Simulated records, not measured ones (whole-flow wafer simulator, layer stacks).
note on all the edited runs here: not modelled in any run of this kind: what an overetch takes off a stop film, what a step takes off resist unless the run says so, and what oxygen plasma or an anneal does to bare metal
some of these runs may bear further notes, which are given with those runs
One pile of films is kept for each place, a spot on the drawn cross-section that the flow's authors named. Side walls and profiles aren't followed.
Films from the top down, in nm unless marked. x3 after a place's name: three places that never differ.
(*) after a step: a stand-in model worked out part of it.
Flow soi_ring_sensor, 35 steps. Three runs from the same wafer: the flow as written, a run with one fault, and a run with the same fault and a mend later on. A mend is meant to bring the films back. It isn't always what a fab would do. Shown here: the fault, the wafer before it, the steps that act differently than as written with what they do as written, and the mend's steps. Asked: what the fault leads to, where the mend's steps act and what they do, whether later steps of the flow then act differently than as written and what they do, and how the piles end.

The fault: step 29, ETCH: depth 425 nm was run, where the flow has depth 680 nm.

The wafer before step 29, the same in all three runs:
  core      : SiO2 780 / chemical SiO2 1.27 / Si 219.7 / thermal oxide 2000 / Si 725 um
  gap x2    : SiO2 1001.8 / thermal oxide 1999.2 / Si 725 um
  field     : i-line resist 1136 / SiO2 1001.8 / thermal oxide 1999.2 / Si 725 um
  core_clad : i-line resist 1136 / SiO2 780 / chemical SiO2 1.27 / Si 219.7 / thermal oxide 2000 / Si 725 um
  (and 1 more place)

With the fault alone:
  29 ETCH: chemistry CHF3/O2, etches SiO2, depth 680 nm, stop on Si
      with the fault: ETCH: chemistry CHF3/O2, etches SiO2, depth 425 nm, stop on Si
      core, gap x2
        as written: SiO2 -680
        with the fault: SiO2 -425
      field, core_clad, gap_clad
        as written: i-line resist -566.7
        with the fault: i-line resist -354.2
  Later steps of the flow that act differently than as written:
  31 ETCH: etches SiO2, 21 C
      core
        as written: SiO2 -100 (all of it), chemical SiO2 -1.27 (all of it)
        with the fault: SiO2 -355 (all of it), chemical SiO2 -1.27 (all of it)
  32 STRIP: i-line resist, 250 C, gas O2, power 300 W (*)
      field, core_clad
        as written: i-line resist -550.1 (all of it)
        with the fault: i-line resist -762.6 (all of it)
  At the end the piles differ from the flow's only slightly at the places that both follow, by at most 2% or 0.5 nm, whichever is larger.

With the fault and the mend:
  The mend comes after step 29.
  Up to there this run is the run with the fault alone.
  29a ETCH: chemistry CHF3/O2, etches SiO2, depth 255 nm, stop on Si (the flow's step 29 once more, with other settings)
      core, gap x2
        SiO2 -255
      field, core_clad, gap_clad
        i-line resist -212.5
  No later step of the flow acts differently than as written at any place that is followed.
  At the end the piles are the same as the flow's at every place that both follow.
